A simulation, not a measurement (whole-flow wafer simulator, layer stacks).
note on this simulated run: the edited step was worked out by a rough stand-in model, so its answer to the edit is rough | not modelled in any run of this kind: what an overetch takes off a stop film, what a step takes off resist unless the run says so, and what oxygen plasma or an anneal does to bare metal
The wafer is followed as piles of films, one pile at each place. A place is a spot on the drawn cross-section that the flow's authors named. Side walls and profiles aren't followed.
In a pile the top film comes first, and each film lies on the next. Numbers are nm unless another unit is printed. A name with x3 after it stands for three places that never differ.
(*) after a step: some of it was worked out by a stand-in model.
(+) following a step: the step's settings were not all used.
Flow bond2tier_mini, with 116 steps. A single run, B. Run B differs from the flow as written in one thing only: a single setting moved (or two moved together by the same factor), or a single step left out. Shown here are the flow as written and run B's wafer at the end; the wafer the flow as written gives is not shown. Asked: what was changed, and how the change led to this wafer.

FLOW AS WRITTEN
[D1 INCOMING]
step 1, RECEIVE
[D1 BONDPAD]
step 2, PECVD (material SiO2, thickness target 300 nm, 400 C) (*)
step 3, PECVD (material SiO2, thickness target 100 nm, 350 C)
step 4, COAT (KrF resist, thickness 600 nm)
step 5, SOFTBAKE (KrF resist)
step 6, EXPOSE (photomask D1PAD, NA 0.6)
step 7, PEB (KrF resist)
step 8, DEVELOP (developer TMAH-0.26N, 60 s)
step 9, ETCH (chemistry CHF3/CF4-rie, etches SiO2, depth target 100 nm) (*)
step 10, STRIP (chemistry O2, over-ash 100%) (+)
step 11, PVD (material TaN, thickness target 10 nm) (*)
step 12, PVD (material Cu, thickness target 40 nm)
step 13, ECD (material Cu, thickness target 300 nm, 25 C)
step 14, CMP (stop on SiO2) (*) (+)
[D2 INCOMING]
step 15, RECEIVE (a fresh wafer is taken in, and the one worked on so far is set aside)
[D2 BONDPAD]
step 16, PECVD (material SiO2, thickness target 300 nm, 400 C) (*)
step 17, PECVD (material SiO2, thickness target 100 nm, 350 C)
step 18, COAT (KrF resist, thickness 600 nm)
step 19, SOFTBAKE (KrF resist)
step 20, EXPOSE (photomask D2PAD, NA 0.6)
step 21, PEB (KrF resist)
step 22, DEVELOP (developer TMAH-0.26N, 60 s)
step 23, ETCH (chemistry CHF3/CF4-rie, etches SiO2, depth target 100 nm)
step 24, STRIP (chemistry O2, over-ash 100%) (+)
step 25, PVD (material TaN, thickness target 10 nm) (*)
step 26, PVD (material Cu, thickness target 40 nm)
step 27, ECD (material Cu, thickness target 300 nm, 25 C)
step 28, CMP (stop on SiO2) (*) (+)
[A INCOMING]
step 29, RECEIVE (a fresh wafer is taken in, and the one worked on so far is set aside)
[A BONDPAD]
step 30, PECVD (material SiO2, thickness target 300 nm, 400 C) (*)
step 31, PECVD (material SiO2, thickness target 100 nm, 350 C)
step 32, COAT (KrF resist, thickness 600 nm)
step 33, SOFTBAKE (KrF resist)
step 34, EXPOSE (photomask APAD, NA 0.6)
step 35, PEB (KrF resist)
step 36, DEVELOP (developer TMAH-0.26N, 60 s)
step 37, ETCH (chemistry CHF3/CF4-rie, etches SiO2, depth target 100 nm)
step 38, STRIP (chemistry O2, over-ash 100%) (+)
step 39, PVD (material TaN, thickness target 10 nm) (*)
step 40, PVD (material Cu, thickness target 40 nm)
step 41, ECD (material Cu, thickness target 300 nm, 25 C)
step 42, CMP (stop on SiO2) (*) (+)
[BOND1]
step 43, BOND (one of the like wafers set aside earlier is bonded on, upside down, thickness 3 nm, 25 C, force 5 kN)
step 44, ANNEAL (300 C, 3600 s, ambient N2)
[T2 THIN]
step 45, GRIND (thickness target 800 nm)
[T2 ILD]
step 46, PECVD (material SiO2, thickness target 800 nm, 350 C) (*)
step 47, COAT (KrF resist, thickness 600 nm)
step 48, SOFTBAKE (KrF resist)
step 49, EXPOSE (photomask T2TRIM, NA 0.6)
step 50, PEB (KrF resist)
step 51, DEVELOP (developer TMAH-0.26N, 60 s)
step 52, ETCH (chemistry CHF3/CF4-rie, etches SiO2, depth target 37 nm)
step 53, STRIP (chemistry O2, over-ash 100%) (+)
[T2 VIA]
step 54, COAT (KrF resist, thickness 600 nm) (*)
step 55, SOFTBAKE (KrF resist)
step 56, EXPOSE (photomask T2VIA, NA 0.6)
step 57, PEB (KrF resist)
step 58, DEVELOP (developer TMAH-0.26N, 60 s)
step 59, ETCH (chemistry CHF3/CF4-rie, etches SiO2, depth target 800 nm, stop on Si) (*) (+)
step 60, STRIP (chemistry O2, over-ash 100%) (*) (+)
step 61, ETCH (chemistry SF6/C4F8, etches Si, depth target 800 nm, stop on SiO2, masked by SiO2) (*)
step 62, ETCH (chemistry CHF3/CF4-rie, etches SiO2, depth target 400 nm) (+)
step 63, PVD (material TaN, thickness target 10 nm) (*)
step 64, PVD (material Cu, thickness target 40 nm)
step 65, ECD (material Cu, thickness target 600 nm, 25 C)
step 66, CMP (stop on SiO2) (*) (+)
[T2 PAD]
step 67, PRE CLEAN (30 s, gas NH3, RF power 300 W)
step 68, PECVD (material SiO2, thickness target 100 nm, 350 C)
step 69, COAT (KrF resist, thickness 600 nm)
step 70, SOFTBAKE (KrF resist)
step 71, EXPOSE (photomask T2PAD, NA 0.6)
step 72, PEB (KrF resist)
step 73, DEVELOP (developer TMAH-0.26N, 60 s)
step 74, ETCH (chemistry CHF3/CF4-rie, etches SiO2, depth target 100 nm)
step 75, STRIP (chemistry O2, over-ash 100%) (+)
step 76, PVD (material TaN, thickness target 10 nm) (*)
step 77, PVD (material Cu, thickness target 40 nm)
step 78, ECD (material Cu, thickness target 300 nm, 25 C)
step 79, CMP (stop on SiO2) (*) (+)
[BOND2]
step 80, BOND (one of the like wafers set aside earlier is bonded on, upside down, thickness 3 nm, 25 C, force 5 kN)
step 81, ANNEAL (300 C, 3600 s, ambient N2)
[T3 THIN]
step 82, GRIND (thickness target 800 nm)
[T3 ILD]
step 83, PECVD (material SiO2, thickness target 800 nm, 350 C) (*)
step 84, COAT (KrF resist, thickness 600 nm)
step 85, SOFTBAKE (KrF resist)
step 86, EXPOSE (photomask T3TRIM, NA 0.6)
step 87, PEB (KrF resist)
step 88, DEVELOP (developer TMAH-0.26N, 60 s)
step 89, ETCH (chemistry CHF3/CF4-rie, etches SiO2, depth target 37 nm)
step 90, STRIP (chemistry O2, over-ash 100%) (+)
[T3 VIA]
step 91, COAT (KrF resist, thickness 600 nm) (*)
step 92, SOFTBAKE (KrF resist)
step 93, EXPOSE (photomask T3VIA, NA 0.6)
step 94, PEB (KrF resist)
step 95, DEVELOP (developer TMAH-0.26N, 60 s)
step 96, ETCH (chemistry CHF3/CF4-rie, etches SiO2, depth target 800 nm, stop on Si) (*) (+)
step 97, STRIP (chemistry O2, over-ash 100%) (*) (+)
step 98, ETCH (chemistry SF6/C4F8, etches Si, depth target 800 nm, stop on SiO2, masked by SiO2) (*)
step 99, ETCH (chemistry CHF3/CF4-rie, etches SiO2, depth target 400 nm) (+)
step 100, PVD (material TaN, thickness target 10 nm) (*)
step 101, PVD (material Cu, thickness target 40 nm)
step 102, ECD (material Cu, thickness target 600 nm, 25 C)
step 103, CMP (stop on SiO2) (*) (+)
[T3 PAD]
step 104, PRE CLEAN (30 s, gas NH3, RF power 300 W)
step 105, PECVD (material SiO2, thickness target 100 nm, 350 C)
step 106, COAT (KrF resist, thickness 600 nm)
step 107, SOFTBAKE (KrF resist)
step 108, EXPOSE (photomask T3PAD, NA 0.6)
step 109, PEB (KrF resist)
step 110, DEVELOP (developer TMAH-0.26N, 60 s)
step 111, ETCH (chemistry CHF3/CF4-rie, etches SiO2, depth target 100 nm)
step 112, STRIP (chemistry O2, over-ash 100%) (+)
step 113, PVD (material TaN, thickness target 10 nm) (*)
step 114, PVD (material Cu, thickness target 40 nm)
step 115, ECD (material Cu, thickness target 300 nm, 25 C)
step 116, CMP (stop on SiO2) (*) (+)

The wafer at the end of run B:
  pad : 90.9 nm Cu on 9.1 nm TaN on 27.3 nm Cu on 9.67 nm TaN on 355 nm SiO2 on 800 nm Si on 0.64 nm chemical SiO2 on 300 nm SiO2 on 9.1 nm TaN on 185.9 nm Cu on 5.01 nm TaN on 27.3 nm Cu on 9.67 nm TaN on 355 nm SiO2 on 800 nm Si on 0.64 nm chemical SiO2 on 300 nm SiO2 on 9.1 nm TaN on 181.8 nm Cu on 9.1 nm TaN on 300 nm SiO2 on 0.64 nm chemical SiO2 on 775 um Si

Cause: step 76, PVD: thickness target 5.5 nm was run, whereas the flow has thickness target 10 nm.

How this came from the change, step by step:
  step 76, PVD (material TaN, thickness target 10 nm) (*)
      field: TaN gains 5.5 (new film) (in the flow as written it would be: TaN gains 10 (new film))
      pad: TaN gains 5.01 (new film) (in the flow as written it would be: TaN gains 9.1 (new film))
  step 79, CMP (stop on SiO2) (*) (+)
      field: Cu loses 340 (all of it), TaN loses 5.5 (all of it) (in the flow as written it would be: Cu loses 340 (all of it), TaN loses 10 (all of it))
